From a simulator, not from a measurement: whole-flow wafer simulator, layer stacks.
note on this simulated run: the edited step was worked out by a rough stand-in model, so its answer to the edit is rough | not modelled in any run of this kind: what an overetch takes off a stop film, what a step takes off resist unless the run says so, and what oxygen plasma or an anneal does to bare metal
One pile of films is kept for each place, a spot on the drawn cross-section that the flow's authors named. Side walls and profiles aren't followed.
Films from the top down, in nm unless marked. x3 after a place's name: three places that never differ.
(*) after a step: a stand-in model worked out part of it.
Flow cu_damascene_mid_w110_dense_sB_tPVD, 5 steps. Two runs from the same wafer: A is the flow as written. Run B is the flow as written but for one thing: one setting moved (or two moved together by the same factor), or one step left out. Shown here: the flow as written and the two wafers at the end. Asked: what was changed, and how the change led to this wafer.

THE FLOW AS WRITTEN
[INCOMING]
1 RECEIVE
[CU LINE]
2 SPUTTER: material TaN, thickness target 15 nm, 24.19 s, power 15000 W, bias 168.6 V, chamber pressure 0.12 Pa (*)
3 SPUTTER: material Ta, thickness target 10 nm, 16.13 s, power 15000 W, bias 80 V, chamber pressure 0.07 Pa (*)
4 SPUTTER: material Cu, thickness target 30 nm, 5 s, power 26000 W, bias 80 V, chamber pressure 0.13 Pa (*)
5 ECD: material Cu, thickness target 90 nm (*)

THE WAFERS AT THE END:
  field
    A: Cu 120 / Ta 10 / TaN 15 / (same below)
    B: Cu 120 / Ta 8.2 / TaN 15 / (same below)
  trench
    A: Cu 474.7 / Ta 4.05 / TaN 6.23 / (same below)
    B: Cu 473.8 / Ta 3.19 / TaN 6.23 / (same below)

The cause: step 3, SPUTTER: power 12300 W was run, where the flow has power 15000 W.

How the change led to this, step by step:
  3 SPUTTER: material Ta, thickness target 10 nm, 16.13 s, power 15000 W, bias 80 V, chamber pressure 0.07 Pa (*)
      field: A Ta +10 (new film) | B Ta +8.2 (new film)
      trench: A Ta +4.05 (new film) | B Ta +3.19 (new film)
